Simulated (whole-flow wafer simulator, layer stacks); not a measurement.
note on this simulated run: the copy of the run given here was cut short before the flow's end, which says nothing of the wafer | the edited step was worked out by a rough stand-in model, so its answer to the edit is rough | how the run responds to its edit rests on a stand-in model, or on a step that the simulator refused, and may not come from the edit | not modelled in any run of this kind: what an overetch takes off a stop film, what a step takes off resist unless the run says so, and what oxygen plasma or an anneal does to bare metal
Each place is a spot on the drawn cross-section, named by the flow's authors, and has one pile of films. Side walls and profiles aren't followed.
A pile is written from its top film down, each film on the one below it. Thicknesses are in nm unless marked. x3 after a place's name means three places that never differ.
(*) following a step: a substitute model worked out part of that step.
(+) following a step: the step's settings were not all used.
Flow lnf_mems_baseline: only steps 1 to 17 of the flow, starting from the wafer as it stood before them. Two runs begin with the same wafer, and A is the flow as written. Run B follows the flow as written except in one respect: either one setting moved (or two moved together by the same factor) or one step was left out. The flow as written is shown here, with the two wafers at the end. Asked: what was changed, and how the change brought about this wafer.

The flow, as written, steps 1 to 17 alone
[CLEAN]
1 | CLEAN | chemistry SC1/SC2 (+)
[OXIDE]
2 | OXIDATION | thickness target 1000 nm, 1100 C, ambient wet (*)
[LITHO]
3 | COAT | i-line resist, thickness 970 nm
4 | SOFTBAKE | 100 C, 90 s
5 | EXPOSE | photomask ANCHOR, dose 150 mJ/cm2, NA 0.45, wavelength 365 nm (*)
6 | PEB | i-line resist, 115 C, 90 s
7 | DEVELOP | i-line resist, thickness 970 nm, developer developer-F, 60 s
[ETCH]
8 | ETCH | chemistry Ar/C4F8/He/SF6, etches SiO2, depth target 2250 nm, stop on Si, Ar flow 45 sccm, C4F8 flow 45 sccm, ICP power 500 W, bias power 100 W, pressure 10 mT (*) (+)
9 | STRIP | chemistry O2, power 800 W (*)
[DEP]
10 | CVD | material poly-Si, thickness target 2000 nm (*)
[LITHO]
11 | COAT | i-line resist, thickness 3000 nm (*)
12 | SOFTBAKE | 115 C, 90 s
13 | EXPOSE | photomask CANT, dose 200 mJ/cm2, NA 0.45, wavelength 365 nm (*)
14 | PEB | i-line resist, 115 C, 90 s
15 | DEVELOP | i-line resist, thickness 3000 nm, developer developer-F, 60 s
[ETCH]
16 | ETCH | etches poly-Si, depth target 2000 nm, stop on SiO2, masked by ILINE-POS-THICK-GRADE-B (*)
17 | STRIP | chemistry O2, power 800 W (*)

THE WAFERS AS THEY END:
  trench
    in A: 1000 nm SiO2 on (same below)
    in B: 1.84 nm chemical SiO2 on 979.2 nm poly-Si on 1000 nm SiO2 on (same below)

What caused this: step 16, ETCH: depth target 1020 nm was run, while the flow as written has depth target 2000 nm.

How this came from the change, step by step:
  16 | ETCH | etches poly-Si, depth target 2000 nm, stop on SiO2, masked by ILINE-POS-THICK-GRADE-B (*)
      trench, char_slit: A poly-Si loses 2000 (all of it) | B poly-Si loses 1020
      field, anchor, beam: A i-line resist loses 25 | B i-line resist loses 12.8
  17 | STRIP | chemistry O2, power 800 W (*)
      trench, char_slit: A nothing | B chemical SiO2 gains 1.84 (new film), poly-Si loses 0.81
